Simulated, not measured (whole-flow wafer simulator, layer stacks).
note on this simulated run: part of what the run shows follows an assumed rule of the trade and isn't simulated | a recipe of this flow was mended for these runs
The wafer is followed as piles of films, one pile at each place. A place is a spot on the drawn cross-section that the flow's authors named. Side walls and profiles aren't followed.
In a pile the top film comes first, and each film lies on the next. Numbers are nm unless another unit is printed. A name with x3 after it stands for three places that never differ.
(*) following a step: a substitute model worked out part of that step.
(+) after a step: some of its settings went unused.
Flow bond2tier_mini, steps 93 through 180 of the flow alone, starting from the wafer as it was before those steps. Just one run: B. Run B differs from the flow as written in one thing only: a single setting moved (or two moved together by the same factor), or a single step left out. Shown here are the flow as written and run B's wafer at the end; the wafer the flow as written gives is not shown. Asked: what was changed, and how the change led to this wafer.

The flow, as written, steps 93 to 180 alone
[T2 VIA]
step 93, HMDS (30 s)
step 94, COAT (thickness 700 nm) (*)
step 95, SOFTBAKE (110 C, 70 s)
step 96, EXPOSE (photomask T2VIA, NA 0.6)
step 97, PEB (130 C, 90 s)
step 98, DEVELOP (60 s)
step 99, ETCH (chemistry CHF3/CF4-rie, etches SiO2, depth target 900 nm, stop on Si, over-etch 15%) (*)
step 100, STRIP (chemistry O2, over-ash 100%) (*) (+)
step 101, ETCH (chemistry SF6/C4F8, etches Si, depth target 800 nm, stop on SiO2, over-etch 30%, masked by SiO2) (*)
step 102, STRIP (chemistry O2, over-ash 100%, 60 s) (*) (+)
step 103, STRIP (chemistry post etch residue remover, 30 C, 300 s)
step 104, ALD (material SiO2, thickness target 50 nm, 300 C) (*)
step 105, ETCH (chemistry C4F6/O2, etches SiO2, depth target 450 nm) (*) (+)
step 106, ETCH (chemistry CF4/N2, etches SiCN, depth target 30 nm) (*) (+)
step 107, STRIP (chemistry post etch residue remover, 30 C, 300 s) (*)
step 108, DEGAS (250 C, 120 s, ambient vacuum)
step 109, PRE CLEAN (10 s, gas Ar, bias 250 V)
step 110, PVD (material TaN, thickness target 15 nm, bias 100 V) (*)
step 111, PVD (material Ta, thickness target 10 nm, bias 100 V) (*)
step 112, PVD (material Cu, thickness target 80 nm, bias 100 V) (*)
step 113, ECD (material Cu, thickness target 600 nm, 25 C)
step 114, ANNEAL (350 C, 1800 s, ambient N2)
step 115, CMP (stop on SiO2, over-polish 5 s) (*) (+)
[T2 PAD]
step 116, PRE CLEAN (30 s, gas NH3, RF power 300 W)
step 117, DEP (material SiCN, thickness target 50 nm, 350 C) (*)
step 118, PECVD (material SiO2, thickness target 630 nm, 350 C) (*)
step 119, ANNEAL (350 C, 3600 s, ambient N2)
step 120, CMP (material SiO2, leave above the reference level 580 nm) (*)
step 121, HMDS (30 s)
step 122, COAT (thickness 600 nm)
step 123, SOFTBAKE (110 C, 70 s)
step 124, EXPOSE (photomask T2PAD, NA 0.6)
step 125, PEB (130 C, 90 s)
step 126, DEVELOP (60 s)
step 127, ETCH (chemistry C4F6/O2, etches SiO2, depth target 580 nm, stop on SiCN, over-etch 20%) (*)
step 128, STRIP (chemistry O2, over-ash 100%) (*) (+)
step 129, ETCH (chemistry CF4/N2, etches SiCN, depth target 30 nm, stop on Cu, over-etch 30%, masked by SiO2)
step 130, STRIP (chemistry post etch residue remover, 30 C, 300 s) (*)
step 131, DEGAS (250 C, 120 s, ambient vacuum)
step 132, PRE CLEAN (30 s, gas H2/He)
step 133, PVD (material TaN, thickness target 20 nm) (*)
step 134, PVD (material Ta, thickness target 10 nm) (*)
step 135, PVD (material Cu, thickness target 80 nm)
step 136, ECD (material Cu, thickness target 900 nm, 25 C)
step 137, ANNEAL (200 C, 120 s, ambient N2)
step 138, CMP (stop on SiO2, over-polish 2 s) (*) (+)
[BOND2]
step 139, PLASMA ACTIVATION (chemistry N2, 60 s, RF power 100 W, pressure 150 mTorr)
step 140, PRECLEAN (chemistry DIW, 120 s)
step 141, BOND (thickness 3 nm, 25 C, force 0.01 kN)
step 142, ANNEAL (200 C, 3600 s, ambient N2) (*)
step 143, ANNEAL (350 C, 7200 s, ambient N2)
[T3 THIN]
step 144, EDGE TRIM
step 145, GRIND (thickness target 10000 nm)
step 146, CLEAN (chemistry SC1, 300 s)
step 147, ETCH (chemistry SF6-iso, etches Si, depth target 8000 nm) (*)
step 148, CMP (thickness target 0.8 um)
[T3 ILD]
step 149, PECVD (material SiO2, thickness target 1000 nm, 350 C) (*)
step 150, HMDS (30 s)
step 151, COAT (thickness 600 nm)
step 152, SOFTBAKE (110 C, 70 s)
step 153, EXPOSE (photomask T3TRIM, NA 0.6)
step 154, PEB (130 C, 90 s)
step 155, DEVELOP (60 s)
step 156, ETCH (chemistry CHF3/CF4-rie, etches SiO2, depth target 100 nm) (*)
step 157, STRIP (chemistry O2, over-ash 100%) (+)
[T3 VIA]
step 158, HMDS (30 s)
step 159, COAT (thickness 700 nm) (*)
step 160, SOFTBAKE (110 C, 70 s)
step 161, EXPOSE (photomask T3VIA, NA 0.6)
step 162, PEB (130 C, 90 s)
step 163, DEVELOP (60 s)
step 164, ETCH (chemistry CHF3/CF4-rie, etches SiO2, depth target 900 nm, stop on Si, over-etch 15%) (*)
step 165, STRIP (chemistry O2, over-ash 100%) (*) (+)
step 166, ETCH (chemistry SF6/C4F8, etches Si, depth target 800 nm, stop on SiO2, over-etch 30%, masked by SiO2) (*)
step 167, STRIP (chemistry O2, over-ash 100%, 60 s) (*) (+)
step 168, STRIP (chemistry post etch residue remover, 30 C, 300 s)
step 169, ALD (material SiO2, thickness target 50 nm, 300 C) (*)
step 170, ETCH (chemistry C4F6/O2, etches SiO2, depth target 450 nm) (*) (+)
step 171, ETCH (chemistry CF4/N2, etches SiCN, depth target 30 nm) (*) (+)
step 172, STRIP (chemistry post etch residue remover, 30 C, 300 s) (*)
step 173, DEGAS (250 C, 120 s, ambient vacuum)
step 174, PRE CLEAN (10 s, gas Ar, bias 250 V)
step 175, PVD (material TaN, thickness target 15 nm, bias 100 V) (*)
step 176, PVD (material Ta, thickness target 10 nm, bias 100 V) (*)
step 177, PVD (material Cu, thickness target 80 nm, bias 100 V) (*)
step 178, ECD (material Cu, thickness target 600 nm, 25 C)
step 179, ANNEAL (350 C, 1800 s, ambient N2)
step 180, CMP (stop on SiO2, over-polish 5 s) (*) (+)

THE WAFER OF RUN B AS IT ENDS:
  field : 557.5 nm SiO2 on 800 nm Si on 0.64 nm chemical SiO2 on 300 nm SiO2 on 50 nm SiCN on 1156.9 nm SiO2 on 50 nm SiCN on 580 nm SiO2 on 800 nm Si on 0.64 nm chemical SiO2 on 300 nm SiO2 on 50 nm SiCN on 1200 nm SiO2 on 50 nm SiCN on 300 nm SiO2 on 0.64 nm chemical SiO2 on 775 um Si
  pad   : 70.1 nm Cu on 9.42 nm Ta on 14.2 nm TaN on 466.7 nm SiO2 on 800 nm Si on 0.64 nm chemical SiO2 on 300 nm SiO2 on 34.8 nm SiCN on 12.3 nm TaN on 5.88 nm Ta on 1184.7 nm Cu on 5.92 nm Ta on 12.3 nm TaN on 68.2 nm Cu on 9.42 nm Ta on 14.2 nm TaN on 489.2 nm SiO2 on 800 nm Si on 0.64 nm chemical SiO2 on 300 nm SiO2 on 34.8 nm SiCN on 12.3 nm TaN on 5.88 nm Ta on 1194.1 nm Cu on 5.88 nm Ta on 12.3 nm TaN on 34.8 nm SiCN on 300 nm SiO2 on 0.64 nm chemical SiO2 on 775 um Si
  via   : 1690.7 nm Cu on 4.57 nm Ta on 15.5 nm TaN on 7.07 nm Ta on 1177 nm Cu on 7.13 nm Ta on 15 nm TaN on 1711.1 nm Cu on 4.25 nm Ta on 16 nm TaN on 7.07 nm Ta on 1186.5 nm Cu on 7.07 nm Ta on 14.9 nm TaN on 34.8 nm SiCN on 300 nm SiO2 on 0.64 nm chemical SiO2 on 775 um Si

What caused this: step 104, ALD: thickness target 72.5 nm was run, though the flow has thickness target 50 nm.

Step by step, how the change led to this:
  step 104, ALD (material SiO2, thickness target 50 nm, 300 C) (*)
      field, pad, via: +72.5 SiO2 (as written it would have been: +50 SiO2)
  step 105, ETCH (chemistry C4F6/O2, etches SiO2, depth target 450 nm) (*) (+)
      via: -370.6 SiO2 (all of it), -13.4 SiCN (as written it would have been: -348.1 SiO2 (all of it), -17.2 SiCN)
  step 106, ETCH (chemistry CF4/N2, etches SiCN, depth target 30 nm) (*) (+)
      via: -21.4 SiCN (all of it), -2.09 TaN (as written it would have been: -17.6 SiCN (all of it), -3.01 TaN)
  step 112, PVD (material Cu, thickness target 80 nm, bias 100 V) (*)
      via: +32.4 Cu (new film) (as written it would have been: +35 Cu (new film))
